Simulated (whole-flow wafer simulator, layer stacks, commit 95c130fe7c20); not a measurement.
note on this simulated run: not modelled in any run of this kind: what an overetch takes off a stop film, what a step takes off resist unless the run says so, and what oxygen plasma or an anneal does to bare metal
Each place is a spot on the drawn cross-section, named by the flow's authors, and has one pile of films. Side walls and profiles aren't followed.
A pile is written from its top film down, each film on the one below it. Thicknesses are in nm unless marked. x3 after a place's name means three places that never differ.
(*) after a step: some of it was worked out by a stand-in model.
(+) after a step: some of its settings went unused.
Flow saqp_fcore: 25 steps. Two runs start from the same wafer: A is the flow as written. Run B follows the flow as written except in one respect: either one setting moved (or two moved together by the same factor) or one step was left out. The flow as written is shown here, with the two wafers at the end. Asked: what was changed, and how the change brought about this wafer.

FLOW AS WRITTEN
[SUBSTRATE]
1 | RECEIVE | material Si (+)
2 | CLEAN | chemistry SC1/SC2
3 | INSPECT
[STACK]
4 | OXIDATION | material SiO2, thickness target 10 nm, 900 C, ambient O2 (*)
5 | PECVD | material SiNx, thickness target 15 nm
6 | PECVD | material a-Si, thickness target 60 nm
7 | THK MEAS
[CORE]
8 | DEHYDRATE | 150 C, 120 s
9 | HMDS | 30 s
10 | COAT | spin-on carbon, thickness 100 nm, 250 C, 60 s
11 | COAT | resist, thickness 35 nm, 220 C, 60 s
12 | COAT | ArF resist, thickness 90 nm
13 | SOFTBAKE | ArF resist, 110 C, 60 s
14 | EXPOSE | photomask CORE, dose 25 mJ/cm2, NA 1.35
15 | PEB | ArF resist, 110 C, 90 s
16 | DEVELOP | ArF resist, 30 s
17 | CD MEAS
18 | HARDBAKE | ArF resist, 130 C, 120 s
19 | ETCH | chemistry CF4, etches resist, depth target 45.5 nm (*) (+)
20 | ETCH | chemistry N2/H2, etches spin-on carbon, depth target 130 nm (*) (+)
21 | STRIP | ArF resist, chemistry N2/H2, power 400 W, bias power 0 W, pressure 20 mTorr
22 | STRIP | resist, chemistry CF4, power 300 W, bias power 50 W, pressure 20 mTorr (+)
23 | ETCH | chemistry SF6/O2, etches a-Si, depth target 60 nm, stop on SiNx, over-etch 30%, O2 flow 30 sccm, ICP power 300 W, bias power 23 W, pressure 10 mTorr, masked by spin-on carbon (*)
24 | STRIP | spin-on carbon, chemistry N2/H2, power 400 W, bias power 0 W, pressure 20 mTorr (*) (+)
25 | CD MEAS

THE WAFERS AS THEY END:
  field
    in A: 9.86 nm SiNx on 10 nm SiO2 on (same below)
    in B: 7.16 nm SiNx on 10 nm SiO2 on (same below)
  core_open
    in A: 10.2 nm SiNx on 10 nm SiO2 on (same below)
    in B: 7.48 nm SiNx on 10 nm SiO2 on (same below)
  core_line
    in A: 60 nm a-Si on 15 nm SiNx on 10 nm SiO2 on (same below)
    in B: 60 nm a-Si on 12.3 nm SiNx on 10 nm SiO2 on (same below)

Cause: step 5, PECVD: thickness target 12.3 nm was run, whereas the flow has thickness target 15 nm.
The wafer lets one read it off: core_line has SiNx 12.3, and step 5 as written asks for 15 nm.

The path from the change to this, step by step:
  5 | PECVD | material SiNx, thickness target 15 nm
      field, core_open, core_line: A +15 SiNx (new film) | B +12.3 SiNx (new film)
